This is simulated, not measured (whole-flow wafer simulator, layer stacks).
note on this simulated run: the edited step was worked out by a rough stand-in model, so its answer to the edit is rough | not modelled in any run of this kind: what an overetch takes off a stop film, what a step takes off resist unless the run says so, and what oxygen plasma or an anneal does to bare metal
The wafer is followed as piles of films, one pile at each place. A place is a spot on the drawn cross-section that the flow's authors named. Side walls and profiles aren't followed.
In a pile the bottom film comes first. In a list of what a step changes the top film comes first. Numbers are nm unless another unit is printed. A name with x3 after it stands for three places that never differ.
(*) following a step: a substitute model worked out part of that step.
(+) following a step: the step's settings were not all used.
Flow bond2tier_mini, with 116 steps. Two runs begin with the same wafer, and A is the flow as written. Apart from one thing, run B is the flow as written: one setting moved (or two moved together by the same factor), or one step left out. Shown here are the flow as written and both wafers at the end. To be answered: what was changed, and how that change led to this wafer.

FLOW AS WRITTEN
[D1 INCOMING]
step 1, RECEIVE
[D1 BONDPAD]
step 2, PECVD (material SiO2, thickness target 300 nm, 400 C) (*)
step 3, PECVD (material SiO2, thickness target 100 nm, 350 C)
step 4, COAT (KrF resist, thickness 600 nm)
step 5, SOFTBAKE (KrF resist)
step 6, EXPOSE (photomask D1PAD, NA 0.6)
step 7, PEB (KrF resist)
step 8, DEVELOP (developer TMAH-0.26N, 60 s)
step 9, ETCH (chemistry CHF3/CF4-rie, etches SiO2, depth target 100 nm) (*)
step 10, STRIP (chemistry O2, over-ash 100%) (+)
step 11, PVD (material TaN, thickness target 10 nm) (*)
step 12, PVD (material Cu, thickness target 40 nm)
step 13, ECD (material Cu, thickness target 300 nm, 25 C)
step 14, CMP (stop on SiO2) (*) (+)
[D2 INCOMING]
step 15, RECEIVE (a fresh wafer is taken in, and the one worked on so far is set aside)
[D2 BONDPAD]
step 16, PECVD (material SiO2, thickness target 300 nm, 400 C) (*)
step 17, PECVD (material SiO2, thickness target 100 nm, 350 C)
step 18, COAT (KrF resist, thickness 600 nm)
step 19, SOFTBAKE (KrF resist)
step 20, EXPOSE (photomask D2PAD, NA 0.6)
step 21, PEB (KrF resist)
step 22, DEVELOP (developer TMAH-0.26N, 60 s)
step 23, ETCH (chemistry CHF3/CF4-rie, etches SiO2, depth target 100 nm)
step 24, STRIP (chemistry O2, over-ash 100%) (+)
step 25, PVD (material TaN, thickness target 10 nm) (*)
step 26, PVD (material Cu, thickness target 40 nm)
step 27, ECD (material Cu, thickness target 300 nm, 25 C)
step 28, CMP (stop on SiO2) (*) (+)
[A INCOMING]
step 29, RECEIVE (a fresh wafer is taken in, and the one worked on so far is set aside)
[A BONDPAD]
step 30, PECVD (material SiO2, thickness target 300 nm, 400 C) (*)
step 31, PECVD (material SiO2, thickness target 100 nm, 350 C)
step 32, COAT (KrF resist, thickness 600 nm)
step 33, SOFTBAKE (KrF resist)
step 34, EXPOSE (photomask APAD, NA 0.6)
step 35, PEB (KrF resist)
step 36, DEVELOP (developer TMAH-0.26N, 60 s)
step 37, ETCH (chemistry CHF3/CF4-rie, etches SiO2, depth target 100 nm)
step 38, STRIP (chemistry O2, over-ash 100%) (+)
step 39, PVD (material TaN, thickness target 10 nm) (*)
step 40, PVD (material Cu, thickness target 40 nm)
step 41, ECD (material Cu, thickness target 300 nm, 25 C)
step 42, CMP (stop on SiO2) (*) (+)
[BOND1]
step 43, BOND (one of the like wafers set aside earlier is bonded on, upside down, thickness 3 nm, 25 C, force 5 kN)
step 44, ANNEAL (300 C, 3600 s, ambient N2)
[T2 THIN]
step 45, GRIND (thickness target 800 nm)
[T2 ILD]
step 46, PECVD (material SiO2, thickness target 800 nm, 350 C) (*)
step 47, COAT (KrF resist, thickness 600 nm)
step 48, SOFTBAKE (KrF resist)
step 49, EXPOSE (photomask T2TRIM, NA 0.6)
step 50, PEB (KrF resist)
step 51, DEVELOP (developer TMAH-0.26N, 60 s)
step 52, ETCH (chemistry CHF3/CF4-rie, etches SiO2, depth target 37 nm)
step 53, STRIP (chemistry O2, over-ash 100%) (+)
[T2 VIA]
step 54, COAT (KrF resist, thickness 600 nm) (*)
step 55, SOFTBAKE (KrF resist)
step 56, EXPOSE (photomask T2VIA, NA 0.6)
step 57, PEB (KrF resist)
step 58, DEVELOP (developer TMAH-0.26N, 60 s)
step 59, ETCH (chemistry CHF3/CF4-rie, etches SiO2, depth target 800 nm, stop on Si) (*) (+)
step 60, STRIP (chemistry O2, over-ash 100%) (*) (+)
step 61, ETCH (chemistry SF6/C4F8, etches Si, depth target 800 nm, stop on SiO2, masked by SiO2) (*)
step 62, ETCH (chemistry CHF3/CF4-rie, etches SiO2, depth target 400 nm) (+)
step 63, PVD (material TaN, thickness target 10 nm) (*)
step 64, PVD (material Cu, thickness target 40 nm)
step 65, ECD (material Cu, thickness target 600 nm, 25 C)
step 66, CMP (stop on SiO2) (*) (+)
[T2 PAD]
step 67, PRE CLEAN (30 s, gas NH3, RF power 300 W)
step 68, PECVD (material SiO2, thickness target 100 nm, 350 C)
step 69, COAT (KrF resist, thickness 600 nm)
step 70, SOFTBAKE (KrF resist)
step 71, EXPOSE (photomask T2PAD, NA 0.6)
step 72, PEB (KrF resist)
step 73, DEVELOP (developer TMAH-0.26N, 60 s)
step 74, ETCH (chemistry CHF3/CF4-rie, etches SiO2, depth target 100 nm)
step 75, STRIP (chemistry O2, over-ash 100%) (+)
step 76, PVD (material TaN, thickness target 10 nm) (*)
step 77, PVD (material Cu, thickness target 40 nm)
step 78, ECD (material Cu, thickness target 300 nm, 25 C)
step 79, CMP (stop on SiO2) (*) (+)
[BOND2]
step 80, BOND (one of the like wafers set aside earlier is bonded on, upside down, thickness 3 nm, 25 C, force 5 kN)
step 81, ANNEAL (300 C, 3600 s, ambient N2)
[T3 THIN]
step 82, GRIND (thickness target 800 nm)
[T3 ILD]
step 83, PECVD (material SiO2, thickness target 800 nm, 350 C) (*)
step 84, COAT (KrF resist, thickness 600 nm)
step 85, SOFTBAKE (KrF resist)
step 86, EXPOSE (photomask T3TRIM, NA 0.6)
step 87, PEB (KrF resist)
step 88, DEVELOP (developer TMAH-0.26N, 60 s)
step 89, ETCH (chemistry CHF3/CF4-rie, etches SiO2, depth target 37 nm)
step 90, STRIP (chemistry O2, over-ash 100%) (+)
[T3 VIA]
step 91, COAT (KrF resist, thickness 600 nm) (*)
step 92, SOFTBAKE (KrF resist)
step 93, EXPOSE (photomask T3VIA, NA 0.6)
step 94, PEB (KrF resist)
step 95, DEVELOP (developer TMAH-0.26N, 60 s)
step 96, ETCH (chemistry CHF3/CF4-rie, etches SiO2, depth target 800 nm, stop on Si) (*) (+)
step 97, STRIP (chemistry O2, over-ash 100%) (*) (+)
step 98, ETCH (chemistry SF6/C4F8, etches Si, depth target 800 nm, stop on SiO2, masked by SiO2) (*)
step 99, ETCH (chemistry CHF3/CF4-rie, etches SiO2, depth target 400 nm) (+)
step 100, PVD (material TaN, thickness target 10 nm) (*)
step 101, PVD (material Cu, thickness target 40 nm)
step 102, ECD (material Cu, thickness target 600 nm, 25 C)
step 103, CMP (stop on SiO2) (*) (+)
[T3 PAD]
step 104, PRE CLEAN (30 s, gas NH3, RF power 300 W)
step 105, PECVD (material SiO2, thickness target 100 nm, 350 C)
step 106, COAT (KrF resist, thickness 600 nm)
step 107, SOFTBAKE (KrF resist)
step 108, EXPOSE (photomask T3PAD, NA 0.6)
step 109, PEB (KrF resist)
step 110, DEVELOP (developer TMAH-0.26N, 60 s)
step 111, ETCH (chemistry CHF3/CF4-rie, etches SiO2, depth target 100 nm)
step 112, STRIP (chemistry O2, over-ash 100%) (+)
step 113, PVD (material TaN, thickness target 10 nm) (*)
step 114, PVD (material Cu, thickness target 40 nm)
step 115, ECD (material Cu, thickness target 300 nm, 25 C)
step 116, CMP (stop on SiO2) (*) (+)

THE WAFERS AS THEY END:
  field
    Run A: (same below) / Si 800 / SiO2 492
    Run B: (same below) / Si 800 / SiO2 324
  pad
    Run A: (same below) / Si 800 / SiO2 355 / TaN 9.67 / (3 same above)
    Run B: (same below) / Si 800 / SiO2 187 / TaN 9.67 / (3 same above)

Cause: step 83, PECVD: thickness target 632 nm was run, while the flow as written has thickness target 800 nm.

How this came from the change, step by step:
  step 83, PECVD (material SiO2, thickness target 800 nm, 350 C) (*)
      field, pad: A SiO2 gains 800 (new film) | B SiO2 gains 632 (new film)
